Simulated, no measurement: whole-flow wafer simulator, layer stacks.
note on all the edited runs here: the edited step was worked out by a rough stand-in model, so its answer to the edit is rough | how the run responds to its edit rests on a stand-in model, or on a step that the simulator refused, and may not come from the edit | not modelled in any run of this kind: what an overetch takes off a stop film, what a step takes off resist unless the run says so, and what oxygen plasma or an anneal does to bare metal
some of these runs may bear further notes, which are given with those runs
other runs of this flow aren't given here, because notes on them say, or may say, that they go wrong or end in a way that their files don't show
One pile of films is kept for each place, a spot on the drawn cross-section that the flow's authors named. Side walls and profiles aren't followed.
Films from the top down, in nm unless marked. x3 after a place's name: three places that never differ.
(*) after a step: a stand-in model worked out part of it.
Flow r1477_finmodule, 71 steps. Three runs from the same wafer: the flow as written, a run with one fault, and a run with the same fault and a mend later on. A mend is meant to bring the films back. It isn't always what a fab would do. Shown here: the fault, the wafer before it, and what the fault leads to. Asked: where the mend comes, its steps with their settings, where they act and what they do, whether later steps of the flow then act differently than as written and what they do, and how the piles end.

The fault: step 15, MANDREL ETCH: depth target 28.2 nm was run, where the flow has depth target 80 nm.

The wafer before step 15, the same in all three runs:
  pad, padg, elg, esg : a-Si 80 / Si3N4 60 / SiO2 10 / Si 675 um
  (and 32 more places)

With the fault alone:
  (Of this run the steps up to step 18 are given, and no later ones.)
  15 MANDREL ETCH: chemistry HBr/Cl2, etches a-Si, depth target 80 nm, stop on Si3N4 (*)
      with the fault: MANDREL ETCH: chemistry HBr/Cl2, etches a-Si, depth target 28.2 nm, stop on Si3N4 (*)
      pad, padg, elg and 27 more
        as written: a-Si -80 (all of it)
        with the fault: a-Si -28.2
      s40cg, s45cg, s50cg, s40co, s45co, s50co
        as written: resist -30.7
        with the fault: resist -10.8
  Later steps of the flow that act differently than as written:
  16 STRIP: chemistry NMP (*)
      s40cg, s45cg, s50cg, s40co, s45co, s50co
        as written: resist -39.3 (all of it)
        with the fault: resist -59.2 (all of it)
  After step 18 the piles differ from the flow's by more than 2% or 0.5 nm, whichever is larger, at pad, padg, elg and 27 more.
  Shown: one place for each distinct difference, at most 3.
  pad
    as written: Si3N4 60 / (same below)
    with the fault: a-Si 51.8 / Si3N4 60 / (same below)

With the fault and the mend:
  The mend comes after step 15.
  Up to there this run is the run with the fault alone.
  15a MANDREL ETCH: chemistry HBr/Cl2, etches a-Si, depth target 51.8 nm, stop on Si3N4 (*) (the flow's step 15 once more, with other settings)
      pad, padg, elg and 27 more
        a-Si -51.8 (all of it)
      s40cg, s45cg, s50cg, s40co, s45co, s50co
        resist -19.9
  No later step of the flow acts differently than as written at any place that is followed.
  At the end the piles are the same as the flow's at every place that both follow.
